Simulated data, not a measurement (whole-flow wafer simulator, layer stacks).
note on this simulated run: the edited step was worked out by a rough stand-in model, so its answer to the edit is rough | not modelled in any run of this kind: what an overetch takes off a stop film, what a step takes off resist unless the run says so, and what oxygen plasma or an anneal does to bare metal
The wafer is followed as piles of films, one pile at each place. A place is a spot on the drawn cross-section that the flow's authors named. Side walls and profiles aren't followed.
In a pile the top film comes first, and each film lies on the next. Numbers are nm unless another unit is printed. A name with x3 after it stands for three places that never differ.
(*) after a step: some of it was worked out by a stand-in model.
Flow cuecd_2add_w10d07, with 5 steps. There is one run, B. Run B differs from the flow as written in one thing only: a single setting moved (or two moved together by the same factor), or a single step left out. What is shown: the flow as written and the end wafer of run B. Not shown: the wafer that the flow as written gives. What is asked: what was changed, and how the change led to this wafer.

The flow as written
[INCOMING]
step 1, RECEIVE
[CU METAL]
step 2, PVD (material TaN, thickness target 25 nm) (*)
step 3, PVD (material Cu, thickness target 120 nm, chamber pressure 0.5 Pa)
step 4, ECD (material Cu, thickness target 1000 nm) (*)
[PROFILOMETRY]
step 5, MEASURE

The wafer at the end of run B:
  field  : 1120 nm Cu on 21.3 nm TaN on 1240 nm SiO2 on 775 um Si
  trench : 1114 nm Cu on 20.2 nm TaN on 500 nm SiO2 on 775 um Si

The reason: step 2, PVD: thickness target 21.3 nm was run, while the flow as written has thickness target 25 nm.
The wafer itself shows it: field has TaN 21.3, and step 2 as written asks for 25 nm.

The path from the change to this, step by step:
  step 2, PVD (material TaN, thickness target 25 nm) (*)
      field: +21.3 TaN (new film) (in the flow as written it would be: +25 TaN (new film))
      trench: +20.2 TaN (new film) (in the flow as written it would be: +23.7 TaN (new film))
